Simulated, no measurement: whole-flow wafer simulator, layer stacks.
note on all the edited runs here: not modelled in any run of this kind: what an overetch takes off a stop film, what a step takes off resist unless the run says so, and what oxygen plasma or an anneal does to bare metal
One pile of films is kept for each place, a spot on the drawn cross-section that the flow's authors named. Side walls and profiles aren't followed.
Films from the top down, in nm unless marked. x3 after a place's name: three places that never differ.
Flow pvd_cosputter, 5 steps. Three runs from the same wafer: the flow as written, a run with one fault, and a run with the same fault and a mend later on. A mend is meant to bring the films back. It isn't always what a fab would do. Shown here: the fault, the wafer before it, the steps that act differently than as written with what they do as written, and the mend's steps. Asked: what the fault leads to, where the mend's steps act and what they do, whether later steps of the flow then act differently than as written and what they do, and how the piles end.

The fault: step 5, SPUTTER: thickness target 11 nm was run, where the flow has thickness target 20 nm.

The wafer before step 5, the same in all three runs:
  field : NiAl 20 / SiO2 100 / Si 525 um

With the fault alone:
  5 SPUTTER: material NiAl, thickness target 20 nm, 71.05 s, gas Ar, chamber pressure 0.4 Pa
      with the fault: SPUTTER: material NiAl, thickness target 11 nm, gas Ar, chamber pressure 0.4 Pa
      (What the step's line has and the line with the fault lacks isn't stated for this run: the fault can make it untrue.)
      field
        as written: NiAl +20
        with the fault: NiAl +11
  No later step of the flow acts differently than as written at any place that is followed.
  At the end the piles differ from the flow's by more than 2% or 0.5 nm, whichever is larger, at field.
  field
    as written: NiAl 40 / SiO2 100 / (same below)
    with the fault: NiAl 31 / SiO2 100 / (same below)

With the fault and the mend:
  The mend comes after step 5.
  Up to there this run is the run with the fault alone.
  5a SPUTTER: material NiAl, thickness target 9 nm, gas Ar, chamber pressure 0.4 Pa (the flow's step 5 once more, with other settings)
      field
        NiAl +9
  No later step of the flow acts differently than as written at any place that is followed.
  At the end the piles are the same as the flow's at every place that both follow.
